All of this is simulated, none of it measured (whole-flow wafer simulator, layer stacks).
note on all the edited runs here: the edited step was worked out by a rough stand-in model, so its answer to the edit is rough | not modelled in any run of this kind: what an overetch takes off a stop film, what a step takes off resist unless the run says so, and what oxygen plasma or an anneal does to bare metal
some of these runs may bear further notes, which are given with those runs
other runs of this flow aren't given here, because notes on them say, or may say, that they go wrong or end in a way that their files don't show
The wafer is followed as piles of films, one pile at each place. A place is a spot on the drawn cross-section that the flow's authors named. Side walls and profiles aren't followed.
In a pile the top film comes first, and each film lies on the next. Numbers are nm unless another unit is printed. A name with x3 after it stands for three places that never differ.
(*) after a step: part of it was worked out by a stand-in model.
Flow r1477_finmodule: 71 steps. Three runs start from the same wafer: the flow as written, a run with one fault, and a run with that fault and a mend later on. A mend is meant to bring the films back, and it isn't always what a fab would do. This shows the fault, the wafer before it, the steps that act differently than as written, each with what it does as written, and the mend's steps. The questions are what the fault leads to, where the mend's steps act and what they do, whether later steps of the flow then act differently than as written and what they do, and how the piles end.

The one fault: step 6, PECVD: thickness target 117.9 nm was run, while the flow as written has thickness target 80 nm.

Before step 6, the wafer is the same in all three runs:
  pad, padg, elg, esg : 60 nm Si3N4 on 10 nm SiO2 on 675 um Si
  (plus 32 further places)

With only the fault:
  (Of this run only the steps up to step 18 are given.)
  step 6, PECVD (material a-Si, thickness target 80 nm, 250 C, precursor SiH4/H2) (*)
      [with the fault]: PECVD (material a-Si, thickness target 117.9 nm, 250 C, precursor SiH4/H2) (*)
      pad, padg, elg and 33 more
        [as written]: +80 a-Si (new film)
        [with the fault]: +117.9 a-Si (new film)
  Later steps of the flow acting differently than as written:
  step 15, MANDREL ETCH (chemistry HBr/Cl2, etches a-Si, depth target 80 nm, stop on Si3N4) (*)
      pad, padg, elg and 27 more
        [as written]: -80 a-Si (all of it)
        [with the fault]: -80 a-Si
  The piles after step 18 differ from the flow's at pad, padg, elg and 33 more by more than 2% or 0.5 nm, whichever is larger.
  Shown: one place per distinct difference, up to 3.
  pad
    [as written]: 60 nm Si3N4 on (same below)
    [with the fault]: 37.9 nm a-Si on 60 nm Si3N4 on (same below)
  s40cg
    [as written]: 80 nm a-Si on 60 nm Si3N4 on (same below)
    [with the fault]: 117.9 nm a-Si on 60 nm Si3N4 on (same below)

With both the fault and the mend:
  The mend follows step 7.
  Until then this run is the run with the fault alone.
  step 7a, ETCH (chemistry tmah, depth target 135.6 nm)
      pad, padg, elg and 33 more
        -117.9 a-Si (all of it)
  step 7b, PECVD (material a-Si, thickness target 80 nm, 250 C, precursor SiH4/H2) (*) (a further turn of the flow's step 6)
      pad, padg, elg and 33 more
        +80 a-Si (new film)
  Every later step of the flow that is run acts as written at every place that is followed.
  The piles end the same as the flow's at every place that both follow.
